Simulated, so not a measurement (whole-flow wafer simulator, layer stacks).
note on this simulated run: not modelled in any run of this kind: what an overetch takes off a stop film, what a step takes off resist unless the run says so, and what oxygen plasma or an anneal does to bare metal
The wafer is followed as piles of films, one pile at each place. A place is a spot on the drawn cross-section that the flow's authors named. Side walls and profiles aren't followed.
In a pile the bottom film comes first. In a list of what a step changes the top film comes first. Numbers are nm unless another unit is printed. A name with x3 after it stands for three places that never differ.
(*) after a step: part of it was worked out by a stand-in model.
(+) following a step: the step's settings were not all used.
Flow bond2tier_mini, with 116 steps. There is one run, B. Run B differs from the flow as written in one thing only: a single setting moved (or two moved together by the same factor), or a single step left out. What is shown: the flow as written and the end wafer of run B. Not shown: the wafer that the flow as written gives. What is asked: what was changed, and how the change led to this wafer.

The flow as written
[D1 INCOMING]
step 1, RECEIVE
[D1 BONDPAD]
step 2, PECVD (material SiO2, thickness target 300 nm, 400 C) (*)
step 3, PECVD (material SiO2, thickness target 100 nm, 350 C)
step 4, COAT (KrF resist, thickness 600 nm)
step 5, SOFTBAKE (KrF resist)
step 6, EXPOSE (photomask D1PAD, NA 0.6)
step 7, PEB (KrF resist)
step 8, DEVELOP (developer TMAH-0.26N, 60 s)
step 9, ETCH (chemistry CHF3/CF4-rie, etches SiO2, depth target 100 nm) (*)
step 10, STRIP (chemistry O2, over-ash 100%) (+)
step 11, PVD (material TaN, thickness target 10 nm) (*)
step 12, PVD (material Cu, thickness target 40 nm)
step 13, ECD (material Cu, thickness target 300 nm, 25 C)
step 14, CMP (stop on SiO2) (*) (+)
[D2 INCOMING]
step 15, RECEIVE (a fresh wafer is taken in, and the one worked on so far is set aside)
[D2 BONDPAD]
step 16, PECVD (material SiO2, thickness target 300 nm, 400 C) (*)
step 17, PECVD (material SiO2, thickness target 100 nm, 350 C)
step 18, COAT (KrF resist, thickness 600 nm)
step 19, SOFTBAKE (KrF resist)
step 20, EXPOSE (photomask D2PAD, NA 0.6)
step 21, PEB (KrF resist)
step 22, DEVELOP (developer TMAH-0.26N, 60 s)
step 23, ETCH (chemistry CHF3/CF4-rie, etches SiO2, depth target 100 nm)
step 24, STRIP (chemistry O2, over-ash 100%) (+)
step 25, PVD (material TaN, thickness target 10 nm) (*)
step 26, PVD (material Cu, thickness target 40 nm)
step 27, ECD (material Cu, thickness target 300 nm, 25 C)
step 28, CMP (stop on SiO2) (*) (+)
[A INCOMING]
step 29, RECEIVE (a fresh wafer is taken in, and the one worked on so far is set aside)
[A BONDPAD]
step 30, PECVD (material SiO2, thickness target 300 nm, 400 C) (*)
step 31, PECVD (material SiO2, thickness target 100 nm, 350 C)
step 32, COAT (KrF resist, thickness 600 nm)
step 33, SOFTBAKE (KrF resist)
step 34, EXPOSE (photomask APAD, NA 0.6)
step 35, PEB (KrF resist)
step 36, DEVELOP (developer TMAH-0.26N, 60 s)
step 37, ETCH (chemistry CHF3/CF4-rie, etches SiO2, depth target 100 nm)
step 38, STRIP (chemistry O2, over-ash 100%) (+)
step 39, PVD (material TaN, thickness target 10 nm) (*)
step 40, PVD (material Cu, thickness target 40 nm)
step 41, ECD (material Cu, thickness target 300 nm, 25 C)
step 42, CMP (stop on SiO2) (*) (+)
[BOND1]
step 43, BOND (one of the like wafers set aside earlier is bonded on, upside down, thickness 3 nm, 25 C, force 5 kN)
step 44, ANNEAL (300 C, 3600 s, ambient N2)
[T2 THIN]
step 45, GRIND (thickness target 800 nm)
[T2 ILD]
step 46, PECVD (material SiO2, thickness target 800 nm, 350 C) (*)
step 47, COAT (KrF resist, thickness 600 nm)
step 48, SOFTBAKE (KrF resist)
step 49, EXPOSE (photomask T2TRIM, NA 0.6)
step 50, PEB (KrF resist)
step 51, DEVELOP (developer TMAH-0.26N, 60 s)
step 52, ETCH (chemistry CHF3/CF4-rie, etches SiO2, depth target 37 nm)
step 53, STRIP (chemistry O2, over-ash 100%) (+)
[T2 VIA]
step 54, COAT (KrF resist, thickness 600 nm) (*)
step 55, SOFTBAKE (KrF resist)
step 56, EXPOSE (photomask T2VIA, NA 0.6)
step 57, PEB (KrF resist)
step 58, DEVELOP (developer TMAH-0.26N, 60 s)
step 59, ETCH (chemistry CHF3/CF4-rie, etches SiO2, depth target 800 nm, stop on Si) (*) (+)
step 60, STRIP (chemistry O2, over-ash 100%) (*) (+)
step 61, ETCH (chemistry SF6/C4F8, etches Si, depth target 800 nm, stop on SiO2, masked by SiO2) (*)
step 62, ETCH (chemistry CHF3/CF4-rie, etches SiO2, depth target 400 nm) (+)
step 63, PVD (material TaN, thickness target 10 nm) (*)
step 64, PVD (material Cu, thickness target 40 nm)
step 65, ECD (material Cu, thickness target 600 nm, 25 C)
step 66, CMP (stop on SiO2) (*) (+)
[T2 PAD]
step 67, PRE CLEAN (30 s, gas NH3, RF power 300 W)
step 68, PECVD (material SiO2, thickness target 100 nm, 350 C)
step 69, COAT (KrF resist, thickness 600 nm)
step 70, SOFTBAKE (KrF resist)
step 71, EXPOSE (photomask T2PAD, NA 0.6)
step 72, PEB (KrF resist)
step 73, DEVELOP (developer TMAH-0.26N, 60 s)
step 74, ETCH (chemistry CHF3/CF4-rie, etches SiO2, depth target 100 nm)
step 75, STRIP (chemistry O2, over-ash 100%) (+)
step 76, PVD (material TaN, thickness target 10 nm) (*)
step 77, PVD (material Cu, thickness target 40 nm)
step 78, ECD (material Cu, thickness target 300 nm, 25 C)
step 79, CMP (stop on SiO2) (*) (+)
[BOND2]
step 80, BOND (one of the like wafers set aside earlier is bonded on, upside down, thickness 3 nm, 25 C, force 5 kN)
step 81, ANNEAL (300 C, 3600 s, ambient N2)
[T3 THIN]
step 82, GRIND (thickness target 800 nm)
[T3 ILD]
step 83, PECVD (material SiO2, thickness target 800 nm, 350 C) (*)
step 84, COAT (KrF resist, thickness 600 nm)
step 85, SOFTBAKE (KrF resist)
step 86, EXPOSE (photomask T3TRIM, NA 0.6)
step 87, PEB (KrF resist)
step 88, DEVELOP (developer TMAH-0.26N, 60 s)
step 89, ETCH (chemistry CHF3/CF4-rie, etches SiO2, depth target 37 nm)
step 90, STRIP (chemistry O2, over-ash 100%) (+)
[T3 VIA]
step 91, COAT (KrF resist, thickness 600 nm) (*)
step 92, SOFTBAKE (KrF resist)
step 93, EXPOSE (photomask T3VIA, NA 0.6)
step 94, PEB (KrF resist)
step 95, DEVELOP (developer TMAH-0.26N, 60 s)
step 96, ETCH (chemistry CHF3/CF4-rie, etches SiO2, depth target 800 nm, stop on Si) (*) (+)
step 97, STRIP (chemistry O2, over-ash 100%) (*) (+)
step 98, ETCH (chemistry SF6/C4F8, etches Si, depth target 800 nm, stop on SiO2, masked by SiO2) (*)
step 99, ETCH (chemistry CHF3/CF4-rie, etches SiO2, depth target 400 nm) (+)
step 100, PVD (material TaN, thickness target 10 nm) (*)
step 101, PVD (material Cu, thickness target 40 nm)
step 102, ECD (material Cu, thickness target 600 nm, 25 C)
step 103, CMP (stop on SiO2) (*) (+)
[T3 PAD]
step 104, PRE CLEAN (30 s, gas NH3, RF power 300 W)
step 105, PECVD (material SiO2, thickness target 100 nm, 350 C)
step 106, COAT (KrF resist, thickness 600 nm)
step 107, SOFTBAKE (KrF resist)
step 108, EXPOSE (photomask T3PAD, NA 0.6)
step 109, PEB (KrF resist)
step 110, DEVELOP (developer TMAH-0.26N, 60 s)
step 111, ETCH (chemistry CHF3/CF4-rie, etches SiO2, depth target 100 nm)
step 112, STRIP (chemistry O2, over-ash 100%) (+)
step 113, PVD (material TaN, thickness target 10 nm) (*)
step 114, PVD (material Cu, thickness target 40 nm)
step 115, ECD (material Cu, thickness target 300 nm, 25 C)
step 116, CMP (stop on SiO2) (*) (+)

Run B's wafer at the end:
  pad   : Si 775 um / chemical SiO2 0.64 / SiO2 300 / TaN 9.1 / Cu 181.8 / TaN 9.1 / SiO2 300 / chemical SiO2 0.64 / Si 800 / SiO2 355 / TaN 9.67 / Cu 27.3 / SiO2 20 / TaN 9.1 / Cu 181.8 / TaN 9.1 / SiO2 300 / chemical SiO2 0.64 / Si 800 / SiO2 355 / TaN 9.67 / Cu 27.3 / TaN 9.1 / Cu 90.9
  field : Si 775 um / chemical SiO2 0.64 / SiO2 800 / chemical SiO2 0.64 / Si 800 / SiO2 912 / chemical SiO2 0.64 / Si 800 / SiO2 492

What caused this: step 68, PECVD: thickness target 120 nm was run, whereas the flow has thickness target 100 nm.

How this came from the change, step by step:
  step 68, PECVD (material SiO2, thickness target 100 nm, 350 C)
      field: +120 SiO2 (in the flow as written it would be: +100 SiO2)
      pad: +120 SiO2 (new film) (in the flow as written it would be: +100 SiO2 (new film))
  step 74, ETCH (chemistry CHF3/CF4-rie, etches SiO2, depth target 100 nm)
      pad: -100 SiO2 (in the flow as written it would be: -100 SiO2 (all of it))
If metal films that touch count as one body, pad has 4 bodies (between them, from the top down: SiO2 355 / Si 800 / chemical SiO2 0.64 / SiO2 300; SiO2 20; SiO2 355 / Si 800 / chemical SiO2 0.64 / SiO2 300); the flow as written gives 3 bodies (between them, from the top down: SiO2 355 / Si 800 / chemical SiO2 0.64 / SiO2 300; SiO2 355 / Si 800 / chemical SiO2 0.64 / SiO2 300).
